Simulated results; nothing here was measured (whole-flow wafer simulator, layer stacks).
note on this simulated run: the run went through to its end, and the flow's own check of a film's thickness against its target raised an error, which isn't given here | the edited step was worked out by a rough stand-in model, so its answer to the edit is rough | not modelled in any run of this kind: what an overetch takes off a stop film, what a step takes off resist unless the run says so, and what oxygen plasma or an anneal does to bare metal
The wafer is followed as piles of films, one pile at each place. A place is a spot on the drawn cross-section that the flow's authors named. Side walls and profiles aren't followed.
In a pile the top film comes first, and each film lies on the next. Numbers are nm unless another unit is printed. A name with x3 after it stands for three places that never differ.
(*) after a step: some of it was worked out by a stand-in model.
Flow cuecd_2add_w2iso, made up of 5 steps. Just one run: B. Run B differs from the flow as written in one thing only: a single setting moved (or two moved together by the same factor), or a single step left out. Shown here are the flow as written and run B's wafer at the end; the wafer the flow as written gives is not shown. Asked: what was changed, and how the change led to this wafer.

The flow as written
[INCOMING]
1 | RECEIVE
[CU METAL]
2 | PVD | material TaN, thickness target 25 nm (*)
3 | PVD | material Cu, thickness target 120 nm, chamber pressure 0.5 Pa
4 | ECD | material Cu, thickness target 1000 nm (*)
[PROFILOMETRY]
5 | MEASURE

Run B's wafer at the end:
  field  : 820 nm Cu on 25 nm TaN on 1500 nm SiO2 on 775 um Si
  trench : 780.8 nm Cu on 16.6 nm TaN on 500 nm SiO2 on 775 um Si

What caused this: step 4, ECD: thickness target 700 nm was run, while the flow as written has thickness target 1000 nm.

Step by step, how the change led to this:
  4 | ECD | material Cu, thickness target 1000 nm (*)
      field: +700 Cu (it would be, as written: +1000 Cu)
      trench: +700 Cu (it would be, as written: +2047.6 Cu)
